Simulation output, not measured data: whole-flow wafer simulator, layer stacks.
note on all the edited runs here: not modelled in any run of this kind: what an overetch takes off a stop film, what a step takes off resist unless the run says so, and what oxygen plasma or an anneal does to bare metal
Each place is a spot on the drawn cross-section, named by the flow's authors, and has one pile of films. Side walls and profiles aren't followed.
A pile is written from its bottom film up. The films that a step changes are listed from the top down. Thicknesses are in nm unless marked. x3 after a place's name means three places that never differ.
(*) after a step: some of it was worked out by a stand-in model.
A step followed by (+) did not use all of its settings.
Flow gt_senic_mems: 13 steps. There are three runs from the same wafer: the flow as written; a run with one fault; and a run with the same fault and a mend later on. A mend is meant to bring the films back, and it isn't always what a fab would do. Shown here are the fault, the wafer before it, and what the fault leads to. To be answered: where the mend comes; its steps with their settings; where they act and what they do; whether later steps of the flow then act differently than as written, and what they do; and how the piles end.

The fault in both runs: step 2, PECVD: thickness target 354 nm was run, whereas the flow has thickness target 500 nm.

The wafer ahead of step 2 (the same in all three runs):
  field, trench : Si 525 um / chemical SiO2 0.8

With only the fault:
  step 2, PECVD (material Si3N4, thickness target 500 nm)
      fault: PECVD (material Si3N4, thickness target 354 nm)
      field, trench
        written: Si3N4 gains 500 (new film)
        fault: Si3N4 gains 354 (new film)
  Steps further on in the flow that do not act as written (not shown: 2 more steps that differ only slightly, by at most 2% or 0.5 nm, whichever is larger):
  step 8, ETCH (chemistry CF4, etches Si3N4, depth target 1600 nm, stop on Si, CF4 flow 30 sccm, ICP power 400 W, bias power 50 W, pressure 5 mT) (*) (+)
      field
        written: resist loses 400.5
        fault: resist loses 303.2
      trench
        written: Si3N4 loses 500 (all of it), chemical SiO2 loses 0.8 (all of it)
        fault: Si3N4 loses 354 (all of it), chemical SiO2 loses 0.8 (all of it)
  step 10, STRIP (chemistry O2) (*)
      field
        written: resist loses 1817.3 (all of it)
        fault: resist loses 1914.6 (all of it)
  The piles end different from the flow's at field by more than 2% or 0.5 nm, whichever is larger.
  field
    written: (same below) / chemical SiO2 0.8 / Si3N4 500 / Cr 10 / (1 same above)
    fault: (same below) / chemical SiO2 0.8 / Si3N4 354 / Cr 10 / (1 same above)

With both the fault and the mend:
  The mend stands after step 2.
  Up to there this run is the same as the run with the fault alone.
  step 2a, ETCH (chemistry h3po4, depth target 407.1 nm)
      field, trench
        Si3N4 loses 354 (all of it)
  step 2b, PECVD (material Si3N4, thickness target 500 nm) (the flow's step 2 again)
      field, trench
        Si3N4 gains 500 (new film)
  Later steps of the flow that are run all act as written at every place that is followed.
  By the end, the piles equal the flow's at every place that both follow.
